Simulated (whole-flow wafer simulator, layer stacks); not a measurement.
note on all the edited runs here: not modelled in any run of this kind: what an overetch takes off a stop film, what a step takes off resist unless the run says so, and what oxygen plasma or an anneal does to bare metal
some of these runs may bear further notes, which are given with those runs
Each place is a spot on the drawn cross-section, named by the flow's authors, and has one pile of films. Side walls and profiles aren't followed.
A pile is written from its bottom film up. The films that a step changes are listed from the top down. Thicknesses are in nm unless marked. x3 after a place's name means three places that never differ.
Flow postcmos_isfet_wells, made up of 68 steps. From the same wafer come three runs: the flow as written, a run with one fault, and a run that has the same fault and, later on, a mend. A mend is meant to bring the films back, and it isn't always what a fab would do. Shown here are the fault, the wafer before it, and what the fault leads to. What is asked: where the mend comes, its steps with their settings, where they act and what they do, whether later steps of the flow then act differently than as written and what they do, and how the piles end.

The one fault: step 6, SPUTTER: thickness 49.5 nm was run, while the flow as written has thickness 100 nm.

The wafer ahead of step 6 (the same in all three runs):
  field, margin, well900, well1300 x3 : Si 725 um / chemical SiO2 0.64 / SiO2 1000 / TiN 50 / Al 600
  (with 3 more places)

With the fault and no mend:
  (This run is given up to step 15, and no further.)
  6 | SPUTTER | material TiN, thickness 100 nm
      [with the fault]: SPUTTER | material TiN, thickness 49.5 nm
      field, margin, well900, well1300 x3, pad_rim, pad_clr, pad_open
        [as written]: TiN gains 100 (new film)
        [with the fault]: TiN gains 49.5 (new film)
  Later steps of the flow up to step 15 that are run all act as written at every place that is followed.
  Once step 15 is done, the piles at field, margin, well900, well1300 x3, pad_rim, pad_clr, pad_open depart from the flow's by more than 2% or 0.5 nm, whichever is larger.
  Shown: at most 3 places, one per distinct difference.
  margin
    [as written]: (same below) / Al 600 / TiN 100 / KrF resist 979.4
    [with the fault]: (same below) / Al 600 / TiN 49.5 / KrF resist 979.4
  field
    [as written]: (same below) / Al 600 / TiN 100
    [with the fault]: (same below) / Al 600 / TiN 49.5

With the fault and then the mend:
  After step 6 comes the mend.
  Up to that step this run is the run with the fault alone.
  6a | ETCH | chemistry peroxide tin strip, depth target 56.92 nm
      field, margin, well900, well1300 x3, pad_rim, pad_clr, pad_open
        TiN loses 49.5 (all of it)
  6b | SPUTTER | material TiN, thickness 100 nm (the flow's step 6 again)
      field, margin, well900, well1300 x3, pad_rim, pad_clr, pad_open
        TiN gains 100 (new film)
  Later steps of the flow that are run all act as written at every place that is followed.
  At every place that both follow, the piles at the end match the flow's.
